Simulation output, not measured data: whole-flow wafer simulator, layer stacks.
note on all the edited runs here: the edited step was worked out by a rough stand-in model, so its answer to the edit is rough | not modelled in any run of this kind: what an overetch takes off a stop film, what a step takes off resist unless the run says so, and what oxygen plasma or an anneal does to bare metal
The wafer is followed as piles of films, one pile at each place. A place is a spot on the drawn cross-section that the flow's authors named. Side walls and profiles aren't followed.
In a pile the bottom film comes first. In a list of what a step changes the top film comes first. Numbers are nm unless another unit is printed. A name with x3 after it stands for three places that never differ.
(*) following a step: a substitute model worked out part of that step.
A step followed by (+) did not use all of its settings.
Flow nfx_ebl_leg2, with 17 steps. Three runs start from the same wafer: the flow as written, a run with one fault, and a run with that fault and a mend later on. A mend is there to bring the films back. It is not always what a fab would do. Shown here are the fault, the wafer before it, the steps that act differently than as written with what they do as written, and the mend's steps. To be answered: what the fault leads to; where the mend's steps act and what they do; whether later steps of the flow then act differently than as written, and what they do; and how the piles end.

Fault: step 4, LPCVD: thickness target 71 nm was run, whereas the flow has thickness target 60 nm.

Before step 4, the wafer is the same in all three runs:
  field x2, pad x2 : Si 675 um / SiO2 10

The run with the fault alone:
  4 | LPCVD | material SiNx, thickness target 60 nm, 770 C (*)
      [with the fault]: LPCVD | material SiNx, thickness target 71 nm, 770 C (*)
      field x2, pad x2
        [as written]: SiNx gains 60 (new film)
        [with the fault]: SiNx gains 71 (new film)
  Later steps of the flow acting differently than as written:
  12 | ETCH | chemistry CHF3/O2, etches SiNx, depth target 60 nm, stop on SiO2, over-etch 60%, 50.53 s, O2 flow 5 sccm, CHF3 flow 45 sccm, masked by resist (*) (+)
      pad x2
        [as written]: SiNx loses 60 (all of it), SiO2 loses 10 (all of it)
        [with the fault]: SiNx loses 71 (all of it), SiO2 loses 10 (all of it)
  By the end, the piles at field x2 depart from the flow's by more than 2% or 0.5 nm, whichever is larger.
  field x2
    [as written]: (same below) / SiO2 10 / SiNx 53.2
    [with the fault]: (same below) / SiO2 10 / SiNx 64.2

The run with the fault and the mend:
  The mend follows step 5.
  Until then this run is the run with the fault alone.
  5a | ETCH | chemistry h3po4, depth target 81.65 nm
      field x2, pad x2
        SiNx loses 71 (all of it)
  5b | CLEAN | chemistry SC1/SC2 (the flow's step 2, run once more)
      leaves every film unchanged at each place that is followed
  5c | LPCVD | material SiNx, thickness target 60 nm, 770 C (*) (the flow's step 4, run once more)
      field x2, pad x2
        SiNx gains 60 (new film)
  None of the later steps of the flow acts differently than as written at any place that is followed.
  By the end, the piles equal the flow's at every place that both follow.
